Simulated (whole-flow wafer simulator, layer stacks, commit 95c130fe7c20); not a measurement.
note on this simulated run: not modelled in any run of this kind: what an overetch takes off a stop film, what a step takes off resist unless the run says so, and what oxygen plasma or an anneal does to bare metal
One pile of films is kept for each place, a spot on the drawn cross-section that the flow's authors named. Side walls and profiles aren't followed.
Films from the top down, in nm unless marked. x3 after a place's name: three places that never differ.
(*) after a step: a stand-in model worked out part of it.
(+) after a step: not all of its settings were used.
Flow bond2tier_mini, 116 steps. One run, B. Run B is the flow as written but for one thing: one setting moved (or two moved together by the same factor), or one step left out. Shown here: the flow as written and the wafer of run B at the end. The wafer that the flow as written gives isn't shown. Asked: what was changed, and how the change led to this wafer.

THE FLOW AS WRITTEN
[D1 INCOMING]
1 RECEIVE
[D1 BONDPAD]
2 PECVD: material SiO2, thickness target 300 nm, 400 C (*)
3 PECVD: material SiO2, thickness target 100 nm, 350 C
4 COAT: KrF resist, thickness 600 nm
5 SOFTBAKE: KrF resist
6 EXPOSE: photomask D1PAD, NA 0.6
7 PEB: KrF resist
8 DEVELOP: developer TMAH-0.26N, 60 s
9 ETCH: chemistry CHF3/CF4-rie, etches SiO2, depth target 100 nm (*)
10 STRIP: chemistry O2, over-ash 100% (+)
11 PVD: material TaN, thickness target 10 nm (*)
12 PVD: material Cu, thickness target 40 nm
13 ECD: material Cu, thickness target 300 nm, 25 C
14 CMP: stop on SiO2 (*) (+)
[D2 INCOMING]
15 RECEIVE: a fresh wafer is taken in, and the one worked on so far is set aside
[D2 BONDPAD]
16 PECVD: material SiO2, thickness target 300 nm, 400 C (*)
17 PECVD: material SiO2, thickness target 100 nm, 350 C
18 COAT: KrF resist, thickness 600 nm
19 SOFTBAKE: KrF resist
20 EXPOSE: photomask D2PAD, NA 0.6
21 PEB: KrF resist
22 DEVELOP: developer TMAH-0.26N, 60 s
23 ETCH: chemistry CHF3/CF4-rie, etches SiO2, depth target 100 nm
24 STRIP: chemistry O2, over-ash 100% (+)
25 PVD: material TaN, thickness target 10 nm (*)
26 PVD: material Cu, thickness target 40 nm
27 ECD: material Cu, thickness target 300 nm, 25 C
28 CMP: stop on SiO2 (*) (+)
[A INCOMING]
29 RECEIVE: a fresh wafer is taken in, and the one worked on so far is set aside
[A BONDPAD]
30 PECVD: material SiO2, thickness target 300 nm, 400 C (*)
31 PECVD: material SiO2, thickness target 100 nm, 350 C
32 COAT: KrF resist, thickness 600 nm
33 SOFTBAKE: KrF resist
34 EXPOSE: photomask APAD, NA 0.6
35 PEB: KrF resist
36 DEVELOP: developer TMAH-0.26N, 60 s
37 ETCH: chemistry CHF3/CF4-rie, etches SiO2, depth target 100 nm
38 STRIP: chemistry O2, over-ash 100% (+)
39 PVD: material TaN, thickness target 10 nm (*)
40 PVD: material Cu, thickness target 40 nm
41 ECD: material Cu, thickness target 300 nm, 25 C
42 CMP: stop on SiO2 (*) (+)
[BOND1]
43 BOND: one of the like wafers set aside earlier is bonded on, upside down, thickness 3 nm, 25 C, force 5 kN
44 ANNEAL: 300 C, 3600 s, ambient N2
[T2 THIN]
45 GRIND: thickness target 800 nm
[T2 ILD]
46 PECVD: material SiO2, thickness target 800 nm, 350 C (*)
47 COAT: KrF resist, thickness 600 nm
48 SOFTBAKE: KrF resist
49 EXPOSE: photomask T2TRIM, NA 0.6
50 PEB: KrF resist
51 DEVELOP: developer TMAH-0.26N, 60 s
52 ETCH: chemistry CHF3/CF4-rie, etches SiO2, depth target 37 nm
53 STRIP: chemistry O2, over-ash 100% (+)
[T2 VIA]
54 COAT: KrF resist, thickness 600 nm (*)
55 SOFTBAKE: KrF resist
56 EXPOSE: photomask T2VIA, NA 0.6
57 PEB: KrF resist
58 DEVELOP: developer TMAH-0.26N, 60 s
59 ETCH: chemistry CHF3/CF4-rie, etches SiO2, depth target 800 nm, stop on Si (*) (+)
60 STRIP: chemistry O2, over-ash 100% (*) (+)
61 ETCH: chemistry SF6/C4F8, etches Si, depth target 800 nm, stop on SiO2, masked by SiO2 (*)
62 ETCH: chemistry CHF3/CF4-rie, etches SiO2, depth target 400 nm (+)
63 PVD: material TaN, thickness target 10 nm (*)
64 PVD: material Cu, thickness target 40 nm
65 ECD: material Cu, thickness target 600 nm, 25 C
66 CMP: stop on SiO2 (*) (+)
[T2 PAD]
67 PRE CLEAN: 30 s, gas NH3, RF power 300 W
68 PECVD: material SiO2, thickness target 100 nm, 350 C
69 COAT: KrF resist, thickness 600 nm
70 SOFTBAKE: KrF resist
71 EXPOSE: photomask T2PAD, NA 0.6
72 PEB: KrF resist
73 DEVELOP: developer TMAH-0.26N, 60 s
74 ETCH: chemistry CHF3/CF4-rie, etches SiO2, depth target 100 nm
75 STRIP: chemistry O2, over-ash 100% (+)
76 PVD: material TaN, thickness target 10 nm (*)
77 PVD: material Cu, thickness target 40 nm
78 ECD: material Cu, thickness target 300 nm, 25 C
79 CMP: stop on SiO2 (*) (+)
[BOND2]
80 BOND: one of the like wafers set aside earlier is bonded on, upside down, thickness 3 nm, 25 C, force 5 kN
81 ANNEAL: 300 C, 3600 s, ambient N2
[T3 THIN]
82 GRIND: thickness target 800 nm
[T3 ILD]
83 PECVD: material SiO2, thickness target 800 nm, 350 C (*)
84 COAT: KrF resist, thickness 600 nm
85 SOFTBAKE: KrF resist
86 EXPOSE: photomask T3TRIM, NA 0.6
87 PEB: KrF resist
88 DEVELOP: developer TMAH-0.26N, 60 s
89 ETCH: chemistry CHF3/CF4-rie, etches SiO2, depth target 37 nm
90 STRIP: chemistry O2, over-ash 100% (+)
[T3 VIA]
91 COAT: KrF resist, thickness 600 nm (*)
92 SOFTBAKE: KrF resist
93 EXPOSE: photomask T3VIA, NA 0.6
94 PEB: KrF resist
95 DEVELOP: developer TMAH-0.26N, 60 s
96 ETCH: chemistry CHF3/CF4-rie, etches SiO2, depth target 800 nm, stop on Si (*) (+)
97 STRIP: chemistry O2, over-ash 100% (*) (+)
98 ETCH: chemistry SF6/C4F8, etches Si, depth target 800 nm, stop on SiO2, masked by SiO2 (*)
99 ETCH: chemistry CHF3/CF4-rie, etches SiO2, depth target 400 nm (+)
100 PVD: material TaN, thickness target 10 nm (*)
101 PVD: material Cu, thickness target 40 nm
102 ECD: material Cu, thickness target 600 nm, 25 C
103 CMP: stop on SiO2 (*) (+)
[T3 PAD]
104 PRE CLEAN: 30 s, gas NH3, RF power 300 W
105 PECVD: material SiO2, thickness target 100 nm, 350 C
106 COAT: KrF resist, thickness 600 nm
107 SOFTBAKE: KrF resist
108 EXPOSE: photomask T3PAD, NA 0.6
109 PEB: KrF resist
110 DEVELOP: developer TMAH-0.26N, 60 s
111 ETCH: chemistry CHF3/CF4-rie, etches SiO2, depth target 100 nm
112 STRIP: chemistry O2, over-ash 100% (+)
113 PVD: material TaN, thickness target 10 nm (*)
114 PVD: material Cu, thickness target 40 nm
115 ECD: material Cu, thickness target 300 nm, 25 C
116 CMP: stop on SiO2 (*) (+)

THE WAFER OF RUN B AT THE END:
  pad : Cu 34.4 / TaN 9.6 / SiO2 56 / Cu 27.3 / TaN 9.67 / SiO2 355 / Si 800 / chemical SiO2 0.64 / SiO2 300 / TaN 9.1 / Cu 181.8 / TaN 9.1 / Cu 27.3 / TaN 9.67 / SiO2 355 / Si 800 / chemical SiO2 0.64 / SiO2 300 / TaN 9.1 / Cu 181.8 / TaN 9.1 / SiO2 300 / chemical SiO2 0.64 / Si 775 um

The cause: step 111, ETCH: depth target 44 nm was run, where the flow has depth target 100 nm.

How the change led to this, step by step:
  111 ETCH: chemistry CHF3/CF4-rie, etches SiO2, depth target 100 nm
      pad: SiO2 -44 (as written it would be: SiO2 -100 (all of it))
      field: KrF resist -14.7 (as written it would be: KrF resist -33.3)
  112 STRIP: chemistry O2, over-ash 100% (+)
      field: KrF resist -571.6 (all of it) (as written it would be: KrF resist -552.9 (all of it))
  114 PVD: material Cu, thickness target 40 nm
      pad: Cu +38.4 (new film) (as written it would be: Cu +36.4 (new film))
  115 ECD: material Cu, thickness target 300 nm, 25 C
      pad: Cu +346 (as written it would be: Cu +404.5)
Counting metal films that touch as one body, pad has 4 bodies (between them, from the top down: SiO2 56; SiO2 355 / Si 800 / chemical SiO2 0.64 / SiO2 300; SiO2 355 / Si 800 / chemical SiO2 0.64 / SiO2 300); the flow as written gives 3 bodies (between them, from the top down: SiO2 355 / Si 800 / chemical SiO2 0.64 / SiO2 300; SiO2 355 / Si 800 / chemical SiO2 0.64 / SiO2 300).
